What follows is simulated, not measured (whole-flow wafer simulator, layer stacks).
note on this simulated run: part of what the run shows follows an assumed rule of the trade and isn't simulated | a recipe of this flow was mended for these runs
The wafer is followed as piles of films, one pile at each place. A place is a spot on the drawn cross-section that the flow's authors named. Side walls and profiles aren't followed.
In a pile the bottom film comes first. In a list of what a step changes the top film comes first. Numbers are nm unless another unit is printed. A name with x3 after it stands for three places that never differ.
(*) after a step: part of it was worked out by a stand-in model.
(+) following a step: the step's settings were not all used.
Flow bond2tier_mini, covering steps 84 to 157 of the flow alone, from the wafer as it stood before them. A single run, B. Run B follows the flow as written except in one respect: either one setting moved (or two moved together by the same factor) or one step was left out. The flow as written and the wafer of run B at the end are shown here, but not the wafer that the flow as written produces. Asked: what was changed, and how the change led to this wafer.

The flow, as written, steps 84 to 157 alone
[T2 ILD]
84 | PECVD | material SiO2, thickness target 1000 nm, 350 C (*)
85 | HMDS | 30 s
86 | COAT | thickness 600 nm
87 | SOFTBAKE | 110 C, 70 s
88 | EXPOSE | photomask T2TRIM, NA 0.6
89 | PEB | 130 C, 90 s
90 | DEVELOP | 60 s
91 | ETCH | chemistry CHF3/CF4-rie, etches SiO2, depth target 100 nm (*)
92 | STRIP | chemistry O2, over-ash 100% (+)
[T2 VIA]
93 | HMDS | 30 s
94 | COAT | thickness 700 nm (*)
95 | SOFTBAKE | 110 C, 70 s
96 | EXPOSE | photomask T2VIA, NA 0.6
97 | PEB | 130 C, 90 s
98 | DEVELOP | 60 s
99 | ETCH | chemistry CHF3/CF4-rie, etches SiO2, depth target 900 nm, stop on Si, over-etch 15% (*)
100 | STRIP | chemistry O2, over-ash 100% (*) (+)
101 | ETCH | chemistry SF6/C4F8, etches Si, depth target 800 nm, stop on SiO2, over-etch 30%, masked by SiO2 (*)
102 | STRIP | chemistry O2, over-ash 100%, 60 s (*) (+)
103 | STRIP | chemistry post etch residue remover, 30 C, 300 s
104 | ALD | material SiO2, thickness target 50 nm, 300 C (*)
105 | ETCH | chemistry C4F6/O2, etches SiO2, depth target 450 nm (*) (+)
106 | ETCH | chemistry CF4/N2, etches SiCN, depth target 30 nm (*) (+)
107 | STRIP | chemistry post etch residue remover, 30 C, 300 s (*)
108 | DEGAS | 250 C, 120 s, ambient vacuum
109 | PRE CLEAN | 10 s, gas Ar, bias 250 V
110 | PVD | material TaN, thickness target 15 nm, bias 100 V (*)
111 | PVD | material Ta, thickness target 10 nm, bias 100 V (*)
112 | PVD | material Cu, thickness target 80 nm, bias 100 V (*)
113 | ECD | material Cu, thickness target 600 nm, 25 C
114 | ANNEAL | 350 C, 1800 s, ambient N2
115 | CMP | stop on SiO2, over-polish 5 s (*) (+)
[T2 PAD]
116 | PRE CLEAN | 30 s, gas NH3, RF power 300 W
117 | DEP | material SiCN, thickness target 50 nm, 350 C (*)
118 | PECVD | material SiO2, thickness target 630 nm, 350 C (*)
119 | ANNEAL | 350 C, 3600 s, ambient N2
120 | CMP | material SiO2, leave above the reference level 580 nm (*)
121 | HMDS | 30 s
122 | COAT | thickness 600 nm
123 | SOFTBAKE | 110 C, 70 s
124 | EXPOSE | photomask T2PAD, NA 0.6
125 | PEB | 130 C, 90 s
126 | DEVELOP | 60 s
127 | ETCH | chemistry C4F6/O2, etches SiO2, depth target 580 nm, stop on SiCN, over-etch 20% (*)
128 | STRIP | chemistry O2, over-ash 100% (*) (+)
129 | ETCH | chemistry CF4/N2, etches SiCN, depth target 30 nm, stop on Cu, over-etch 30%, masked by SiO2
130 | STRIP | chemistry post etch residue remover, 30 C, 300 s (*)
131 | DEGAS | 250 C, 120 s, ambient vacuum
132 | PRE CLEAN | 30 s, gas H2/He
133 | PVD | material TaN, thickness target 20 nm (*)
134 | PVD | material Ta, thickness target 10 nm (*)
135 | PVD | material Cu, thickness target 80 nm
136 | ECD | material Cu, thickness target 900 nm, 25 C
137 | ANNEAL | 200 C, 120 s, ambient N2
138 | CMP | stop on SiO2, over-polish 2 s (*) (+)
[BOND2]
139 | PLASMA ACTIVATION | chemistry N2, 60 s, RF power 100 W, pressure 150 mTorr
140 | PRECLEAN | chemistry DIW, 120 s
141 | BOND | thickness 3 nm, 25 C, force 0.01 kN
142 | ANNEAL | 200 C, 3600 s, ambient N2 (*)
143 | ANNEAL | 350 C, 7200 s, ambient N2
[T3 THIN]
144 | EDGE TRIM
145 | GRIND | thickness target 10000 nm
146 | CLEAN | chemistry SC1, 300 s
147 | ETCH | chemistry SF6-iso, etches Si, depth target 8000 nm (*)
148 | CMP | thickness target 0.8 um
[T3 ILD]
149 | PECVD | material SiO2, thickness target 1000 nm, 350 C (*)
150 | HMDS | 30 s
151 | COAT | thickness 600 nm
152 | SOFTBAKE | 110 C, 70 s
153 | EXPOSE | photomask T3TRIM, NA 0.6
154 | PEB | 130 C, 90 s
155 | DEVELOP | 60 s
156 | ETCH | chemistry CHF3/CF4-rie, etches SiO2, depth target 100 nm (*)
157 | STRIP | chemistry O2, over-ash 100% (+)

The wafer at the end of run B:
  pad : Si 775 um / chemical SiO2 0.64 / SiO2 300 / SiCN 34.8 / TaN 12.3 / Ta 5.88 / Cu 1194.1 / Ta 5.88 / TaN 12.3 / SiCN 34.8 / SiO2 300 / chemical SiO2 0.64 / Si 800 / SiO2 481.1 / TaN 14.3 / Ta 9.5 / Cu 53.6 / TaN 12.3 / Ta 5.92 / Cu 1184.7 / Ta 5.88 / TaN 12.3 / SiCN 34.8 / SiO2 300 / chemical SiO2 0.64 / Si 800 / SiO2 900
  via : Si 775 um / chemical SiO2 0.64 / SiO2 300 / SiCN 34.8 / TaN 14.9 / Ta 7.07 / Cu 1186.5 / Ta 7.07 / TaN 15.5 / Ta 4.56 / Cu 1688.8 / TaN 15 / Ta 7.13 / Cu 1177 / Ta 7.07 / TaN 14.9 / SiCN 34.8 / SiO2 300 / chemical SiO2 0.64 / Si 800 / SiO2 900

The reason: step 91, ETCH: depth target 85.6 nm was run, while the flow as written has depth target 100 nm.

The path from the change to this, step by step:
  91 | ETCH | chemistry CHF3/CF4-rie, etches SiO2, depth target 100 nm (*)
      pad, via: SiO2 loses 85.6 (it would be, as written: SiO2 loses 100)
      field: thick-KrF-resist loses 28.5 (it would be, as written: thick-KrF-resist loses 33.3)
  99 | ETCH | chemistry CHF3/CF4-rie, etches SiO2, depth target 900 nm, stop on Si, over-etch 15% (*)
      via: SiO2 loses 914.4 (all of it), Si loses 10 (it would be, as written: SiO2 loses 900 (all of it), Si loses 11.2)
  113 | ECD | material Cu, thickness target 600 nm, 25 C
      pad: Cu gains 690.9 (it would be, as written: Cu gains 706.1)
